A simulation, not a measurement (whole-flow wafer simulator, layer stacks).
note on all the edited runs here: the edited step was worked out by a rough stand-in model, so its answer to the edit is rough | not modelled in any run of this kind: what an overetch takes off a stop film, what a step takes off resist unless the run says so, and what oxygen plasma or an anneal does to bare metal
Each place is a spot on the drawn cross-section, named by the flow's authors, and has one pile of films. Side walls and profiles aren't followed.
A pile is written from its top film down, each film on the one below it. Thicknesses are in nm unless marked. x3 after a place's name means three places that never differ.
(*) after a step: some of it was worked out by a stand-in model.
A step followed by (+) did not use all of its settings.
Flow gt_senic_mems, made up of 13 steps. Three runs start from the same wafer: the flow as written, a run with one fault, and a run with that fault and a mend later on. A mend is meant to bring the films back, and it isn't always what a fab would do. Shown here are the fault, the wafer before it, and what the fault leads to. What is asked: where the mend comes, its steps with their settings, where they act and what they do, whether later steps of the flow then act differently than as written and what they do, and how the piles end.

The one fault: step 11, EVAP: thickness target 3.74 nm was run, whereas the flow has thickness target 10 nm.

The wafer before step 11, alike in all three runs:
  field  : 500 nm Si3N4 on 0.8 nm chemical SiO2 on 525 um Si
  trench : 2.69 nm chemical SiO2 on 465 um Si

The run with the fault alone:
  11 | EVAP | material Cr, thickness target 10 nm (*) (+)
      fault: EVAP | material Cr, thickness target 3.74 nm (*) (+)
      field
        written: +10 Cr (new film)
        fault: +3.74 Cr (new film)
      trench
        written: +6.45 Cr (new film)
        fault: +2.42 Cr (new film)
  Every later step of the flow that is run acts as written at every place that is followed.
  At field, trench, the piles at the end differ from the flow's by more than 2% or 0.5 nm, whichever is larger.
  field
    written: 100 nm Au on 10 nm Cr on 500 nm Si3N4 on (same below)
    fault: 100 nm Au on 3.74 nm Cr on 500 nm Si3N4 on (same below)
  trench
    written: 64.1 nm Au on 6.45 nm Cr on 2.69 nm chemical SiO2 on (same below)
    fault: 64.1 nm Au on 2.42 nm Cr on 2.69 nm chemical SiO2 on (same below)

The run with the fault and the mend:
  The mend stands after step 11.
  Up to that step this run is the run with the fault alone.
  11a | EVAP | material Cr, thickness target 6.26 nm (*) (+) (a further turn of the flow's step 11, with different settings)
      field
        +6.26 Cr
      trench
        +4.04 Cr
  Every later step of the flow that is run acts as written at every place that is followed.
  At the end the piles are close to the flow's at the places that both follow, differing by at most 2% or 0.5 nm, whichever is larger.
